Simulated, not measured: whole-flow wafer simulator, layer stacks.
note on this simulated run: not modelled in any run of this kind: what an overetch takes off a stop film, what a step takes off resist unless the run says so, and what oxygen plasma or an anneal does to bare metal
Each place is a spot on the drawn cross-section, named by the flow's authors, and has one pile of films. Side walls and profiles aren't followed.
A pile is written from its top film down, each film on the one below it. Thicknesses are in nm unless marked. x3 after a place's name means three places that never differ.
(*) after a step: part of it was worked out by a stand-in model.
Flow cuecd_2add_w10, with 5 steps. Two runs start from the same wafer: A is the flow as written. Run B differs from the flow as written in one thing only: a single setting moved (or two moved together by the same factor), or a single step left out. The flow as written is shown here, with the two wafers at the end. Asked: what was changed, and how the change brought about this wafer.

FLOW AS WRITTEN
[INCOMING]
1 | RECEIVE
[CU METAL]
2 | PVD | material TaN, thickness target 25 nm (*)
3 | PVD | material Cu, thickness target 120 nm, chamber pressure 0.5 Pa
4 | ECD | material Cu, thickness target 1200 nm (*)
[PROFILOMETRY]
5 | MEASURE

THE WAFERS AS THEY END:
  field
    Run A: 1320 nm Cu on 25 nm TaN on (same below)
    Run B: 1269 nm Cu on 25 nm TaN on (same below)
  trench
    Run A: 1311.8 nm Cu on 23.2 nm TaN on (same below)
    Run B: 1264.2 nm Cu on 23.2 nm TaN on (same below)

What caused this: step 3, PVD: thickness target 69 nm was run, though the flow has thickness target 120 nm.

Step by step, how the change led to this:
  3 | PVD | material Cu, thickness target 120 nm, chamber pressure 0.5 Pa
      field: A +120 Cu (new film) | B +69 Cu (new film)
      trench: A +111.8 Cu (new film) | B +64.2 Cu (new film)
